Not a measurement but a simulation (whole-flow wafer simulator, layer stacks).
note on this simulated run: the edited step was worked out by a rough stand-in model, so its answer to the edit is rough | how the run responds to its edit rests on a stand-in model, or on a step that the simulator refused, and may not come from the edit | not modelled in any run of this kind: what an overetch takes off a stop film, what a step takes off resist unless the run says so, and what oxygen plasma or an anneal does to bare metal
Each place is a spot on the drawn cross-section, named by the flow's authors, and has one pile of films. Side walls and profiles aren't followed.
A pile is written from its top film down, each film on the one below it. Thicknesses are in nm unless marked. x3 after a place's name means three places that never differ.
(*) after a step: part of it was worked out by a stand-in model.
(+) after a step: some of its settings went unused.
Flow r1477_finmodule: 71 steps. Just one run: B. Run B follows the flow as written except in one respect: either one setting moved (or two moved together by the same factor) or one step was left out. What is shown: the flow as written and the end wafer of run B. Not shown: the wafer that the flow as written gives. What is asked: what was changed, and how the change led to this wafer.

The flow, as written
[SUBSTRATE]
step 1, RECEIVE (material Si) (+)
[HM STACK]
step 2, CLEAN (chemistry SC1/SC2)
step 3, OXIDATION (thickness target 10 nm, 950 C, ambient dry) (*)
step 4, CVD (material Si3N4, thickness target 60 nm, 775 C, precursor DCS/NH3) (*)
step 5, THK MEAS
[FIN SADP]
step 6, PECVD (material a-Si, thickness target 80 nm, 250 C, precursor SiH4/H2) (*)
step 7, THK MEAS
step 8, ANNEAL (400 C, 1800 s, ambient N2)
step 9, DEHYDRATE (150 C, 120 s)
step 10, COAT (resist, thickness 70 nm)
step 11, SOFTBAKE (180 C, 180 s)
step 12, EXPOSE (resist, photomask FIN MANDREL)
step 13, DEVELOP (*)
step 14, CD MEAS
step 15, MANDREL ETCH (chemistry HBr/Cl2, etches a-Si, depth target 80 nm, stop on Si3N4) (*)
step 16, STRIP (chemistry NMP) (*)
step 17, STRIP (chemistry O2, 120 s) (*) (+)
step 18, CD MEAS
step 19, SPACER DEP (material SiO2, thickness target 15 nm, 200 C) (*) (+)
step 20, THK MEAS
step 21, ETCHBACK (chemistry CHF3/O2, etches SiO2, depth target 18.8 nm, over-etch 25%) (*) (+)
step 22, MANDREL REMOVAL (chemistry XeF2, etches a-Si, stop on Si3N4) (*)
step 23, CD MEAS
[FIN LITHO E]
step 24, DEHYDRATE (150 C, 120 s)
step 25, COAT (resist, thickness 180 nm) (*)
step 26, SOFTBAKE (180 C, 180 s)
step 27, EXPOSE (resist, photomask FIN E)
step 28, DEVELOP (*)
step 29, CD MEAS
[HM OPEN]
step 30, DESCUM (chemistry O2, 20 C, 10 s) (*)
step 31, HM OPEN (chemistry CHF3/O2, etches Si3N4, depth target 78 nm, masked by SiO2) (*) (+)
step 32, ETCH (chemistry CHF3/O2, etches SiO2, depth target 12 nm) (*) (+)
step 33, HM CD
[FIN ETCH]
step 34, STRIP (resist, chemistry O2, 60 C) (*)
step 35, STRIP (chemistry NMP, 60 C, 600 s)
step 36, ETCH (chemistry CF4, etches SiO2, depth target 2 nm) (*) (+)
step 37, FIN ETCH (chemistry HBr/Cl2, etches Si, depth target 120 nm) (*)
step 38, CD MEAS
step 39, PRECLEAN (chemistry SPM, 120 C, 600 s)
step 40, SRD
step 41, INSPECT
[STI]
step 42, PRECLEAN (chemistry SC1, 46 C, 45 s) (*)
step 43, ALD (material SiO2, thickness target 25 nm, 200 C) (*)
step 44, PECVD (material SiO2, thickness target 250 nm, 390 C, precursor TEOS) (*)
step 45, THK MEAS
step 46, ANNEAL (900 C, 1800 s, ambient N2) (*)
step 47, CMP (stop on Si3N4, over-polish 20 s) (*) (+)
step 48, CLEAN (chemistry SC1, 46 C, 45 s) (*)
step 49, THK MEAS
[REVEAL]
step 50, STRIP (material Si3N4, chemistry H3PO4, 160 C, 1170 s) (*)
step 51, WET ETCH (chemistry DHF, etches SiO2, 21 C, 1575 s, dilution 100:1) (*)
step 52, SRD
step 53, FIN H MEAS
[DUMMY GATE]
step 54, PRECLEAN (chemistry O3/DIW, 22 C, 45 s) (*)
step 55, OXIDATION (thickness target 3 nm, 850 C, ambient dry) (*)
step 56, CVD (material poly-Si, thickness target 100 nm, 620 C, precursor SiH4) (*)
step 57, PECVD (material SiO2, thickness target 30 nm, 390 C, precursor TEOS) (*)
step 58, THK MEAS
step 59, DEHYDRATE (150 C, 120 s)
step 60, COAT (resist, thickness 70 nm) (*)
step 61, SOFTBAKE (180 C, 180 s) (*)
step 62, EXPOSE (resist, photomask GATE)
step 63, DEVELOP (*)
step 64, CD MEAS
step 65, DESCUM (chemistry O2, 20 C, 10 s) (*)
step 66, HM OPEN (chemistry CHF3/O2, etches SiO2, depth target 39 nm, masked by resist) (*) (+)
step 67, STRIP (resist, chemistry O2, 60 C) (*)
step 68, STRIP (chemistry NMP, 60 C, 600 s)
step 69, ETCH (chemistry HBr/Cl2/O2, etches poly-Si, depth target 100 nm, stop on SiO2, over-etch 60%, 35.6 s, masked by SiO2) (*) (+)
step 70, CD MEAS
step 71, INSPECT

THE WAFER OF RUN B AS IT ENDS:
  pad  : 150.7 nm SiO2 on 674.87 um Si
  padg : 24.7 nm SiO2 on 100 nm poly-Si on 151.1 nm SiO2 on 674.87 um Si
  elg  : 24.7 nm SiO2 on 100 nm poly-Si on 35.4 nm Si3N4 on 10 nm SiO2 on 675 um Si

What caused this: step 51, WET ETCH: 693 s was run, while the flow as written has 1575 s.

Step by step, how the change led to this:
  step 51, WET ETCH (chemistry DHF, etches SiO2, 21 C, 1575 s, dilution 100:1) (*)
      pad, padg, e40sg and 12 more: -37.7 SiO2 (it would be, as written: -85.7 SiO2)
      elg, e40lg, e100lg, e200lg, elo, e40lo, e100lo, e200lo: -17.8 SiO2 (all of it), -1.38 Si3N4 (it would be, as written: -17.8 SiO2 (all of it), -4.97 Si3N4)
      (as well as at 7 more places)
  step 56, CVD (material poly-Si, thickness target 100 nm, 620 C, precursor SiH4) (*)
      s40sg_line, s45sg_line, s50sg_line, s40so_line, s45so_line, s50so_line: +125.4 poly-Si (new film) (it would be, as written: +100 poly-Si (new film))
      s40cg, s40co: +100 poly-Si (new film) (it would be, as written: +113.9 poly-Si (new film))
      (as well as at 5 more places)
  step 60, COAT (resist, thickness 70 nm) (*)
      e40lg, e100lg, elo, e40lo, e100lo: +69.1 resist (new film) (it would be, as written: +66.9 resist (new film))
      e40sg, eso, e40so: +87.4 resist (new film) (it would be, as written: +129.5 resist (new film))
      (as well as at 22 more places)
  step 63, DEVELOP (*)
      elo, e40lo, e100lo: -69.1 resist (all of it) (it would be, as written: -66.9 resist (all of it))
      eso, e40so: -87.4 resist (all of it) (it would be, as written: -129.5 resist (all of it))
      (as well as at 11 more places)
  step 67, STRIP (resist, chemistry O2, 60 C) (*)
      e40lg, e100lg: -15 resist (all of it) (it would be, as written: -12.8 resist (all of it))
      e40sg: -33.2 resist (all of it) (it would be, as written: -75.4 resist (all of it))
      (as well as at 11 more places)
  step 69, ETCH (chemistry HBr/Cl2/O2, etches poly-Si, depth target 100 nm, stop on SiO2, over-etch 60%, 35.6 s, masked by SiO2) (*) (+)
      s40so_line, s45so_line, s50so_line: -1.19 chemical SiO2 (all of it), -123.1 poly-Si (all of it), -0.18 SiO2 (it would be, as written: -1.46 chemical SiO2 (all of it), -97.6 poly-Si (all of it), -0.42 SiO2)
      s40co: -1.19 chemical SiO2 (all of it), -97.7 poly-Si (all of it), -0.42 SiO2 (it would be, as written: -1.46 chemical SiO2 (all of it), -111.5 poly-Si (all of it), -0.24 SiO2)
      (as well as at 2 more places)
